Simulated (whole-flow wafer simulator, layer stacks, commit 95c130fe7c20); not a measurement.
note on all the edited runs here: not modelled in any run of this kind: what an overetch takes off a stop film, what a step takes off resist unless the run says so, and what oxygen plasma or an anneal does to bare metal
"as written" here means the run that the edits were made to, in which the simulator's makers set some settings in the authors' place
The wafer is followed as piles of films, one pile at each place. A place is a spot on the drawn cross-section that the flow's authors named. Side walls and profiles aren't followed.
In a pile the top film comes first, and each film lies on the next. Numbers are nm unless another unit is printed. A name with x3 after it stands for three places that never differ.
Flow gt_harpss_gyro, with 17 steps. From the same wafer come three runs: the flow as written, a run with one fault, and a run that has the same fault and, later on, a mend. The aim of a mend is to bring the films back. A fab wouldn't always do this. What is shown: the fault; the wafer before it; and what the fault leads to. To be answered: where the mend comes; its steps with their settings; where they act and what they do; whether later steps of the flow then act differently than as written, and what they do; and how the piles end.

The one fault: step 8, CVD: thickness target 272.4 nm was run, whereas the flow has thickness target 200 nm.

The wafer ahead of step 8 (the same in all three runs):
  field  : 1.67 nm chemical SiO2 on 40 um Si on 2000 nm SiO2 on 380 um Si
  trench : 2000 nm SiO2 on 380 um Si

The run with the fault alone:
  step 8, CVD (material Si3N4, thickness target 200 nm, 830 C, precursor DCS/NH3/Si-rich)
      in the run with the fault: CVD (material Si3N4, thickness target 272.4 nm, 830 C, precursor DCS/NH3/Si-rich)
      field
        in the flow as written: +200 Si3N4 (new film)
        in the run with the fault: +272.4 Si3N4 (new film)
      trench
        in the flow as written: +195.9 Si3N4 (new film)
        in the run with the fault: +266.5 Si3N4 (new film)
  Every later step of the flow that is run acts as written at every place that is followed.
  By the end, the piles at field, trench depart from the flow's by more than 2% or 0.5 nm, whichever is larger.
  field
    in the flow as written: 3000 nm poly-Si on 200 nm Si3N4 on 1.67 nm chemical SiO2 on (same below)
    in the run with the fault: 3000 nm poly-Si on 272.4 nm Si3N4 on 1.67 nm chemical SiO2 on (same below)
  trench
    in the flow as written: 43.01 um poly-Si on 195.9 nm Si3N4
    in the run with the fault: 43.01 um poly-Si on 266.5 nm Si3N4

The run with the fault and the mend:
  After step 8 comes the mend.
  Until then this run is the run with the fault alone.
  step 8a, ETCH (chemistry h3po4, depth target 313 nm)
      field
        -272.4 Si3N4 (all of it)
      trench
        -266.5 Si3N4 (all of it)
  step 8b, CLEAN (chemistry SPM) (the flow's step 1, run once more)
      leaves every film unchanged at each place that is followed
  step 8c, CVD (material Si3N4, thickness target 200 nm, 830 C, precursor DCS/NH3/Si-rich) (the flow's step 8, run once more)
      field
        +200 Si3N4 (new film)
      trench
        +195.9 Si3N4 (new film)
  Every later step of the flow that is run acts as written at every place that is followed.
  The piles end the same as the flow's at every place that both follow.
